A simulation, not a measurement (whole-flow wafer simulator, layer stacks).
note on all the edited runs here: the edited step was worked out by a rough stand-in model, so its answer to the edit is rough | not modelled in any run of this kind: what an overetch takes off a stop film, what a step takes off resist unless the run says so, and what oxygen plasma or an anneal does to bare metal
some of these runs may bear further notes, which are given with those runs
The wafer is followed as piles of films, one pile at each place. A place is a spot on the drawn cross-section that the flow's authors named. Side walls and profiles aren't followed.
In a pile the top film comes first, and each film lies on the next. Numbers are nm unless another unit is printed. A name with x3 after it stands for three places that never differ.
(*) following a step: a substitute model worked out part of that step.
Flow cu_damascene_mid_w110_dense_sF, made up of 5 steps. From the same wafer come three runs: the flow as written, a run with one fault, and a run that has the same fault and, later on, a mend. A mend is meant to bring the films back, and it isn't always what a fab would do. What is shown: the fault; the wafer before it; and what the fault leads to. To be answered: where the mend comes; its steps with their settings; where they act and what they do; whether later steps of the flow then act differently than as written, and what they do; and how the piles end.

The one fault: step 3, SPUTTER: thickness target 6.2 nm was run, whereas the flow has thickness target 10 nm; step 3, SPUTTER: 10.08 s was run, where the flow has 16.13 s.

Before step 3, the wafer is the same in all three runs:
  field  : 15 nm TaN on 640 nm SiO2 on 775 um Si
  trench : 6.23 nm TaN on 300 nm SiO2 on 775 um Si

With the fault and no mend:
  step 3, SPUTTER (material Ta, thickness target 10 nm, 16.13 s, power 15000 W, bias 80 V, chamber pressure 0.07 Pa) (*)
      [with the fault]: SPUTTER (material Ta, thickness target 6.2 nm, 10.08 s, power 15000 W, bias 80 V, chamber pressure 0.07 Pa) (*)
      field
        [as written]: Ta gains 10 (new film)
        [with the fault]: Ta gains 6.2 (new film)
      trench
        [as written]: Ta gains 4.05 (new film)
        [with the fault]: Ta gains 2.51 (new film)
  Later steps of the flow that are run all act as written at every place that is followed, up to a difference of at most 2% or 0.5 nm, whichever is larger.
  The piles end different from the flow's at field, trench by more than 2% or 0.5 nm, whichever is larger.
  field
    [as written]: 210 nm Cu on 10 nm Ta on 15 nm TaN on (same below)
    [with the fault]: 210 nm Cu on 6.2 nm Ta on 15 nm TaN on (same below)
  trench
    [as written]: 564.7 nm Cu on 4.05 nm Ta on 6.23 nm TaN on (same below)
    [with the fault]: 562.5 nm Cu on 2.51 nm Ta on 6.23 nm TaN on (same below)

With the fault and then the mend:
  The mend stands after step 3.
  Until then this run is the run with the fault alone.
  step 3a, SPUTTER (material Ta, thickness target 3.8 nm, 6.129 s, power 15000 W, bias 80 V, chamber pressure 0.07 Pa) (*) (the flow's step 3, run once more with other settings)
      field
        Ta gains 3.8
      trench
        Ta gains 1.5
  Later steps of the flow that are run all act as written at every place that is followed, up to a difference of at most 2% or 0.5 nm, whichever is larger.
  When the end is reached, the piles differ only a little from the flow's at the places that both follow, at most by 2% or 0.5 nm, whichever is larger.
